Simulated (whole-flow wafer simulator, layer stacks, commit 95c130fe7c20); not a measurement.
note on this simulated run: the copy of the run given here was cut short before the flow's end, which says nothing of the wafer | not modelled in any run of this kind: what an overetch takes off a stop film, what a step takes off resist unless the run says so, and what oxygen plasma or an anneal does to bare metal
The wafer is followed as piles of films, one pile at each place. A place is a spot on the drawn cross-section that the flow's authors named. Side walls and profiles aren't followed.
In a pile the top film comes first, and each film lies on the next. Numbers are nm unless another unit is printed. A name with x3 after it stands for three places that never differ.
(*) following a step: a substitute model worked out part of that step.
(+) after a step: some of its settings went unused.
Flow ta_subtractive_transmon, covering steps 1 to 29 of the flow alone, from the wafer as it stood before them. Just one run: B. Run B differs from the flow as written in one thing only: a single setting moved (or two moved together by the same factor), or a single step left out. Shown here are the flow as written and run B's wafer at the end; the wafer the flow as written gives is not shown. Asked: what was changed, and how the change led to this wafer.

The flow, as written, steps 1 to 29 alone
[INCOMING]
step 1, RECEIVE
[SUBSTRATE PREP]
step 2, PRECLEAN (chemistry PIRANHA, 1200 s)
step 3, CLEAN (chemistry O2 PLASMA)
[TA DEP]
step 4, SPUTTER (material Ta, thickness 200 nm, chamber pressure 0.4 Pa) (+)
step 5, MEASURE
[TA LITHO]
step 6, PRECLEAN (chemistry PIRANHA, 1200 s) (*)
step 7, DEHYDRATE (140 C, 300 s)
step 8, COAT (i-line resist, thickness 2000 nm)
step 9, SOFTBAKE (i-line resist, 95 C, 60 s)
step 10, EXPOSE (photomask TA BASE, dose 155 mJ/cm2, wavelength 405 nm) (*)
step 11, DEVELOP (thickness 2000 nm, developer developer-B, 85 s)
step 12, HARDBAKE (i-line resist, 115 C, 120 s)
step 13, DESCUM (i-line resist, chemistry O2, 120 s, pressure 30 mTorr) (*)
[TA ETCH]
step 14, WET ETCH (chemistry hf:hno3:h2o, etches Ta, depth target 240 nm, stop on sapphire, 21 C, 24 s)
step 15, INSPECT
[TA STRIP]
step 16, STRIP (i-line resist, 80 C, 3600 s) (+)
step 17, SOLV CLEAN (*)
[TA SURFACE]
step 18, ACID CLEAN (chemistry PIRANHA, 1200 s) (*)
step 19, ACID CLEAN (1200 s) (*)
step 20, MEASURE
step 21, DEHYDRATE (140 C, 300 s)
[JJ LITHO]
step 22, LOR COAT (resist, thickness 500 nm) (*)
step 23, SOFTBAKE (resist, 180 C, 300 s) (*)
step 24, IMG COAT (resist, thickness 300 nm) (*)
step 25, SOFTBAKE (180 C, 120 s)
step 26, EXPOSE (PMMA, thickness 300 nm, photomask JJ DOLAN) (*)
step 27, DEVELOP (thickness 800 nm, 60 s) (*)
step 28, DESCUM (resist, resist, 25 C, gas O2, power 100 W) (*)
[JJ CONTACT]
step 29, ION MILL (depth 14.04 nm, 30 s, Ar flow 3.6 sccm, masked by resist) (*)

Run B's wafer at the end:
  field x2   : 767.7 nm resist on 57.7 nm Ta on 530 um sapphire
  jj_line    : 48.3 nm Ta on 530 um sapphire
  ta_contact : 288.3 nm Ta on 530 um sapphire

The reason: step 4, SPUTTER: thickness 298 nm was run, though the flow has thickness 200 nm.

How this came from the change, step by step:
  step 4, SPUTTER (material Ta, thickness 200 nm, chamber pressure 0.4 Pa) (+)
      field x2, jj_line, lead, ta_contact, ta_pad: Ta gains 298 (new film) (in the flow as written it would be: Ta gains 200 (new film))
  step 14, WET ETCH (chemistry hf:hno3:h2o, etches Ta, depth target 240 nm, stop on sapphire, 21 C, 24 s)
      field x2, jj_line, lead: Ta loses 240 (in the flow as written it would be: Ta loses 200 (all of it))
  step 22, LOR COAT (resist, thickness 500 nm) (*)
      ta_contact: resist gains 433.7 (new film) (in the flow as written it would be: resist gains 443.8 (new film))
  step 29, ION MILL (depth 14.04 nm, 30 s, Ar flow 3.6 sccm, masked by resist) (*)
      jj_line, lead: Ta loses 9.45 (in the flow as written it would be: sapphire loses 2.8)
If metal films that touch count as one body, field x2 has 1 body; the flow as written gives 0 bodies.
If metal films that touch count as one body, jj_line has 1 body; the flow as written gives 0 bodies.
